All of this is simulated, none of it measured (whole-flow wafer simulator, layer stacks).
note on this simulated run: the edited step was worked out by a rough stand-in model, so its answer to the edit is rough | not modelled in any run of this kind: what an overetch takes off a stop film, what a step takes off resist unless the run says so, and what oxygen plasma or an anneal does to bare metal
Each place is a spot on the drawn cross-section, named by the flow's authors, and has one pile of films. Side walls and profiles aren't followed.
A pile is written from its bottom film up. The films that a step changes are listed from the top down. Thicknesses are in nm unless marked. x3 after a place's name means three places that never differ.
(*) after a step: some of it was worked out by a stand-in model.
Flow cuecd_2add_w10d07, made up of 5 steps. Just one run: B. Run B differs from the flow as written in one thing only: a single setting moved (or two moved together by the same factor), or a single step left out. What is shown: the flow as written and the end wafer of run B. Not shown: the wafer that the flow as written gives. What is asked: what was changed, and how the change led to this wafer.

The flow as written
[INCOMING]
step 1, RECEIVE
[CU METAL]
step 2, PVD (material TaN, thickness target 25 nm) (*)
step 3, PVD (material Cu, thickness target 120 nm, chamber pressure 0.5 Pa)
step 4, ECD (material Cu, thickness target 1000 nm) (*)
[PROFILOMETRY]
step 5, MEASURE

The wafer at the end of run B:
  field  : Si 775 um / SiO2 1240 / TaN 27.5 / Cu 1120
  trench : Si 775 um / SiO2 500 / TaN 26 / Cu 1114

What caused this: step 2, PVD: thickness target 27.5 nm was run, whereas the flow has thickness target 25 nm.
The wafer lets one read it off: field has TaN 27.5, and step 2 as written asks for 25 nm.

The path from the change to this, step by step:
  step 2, PVD (material TaN, thickness target 25 nm) (*)
      field: TaN gains 27.5 (new film) (in the flow as written it would be: TaN gains 25 (new film))
      trench: TaN gains 26 (new film) (in the flow as written it would be: TaN gains 23.7 (new film))
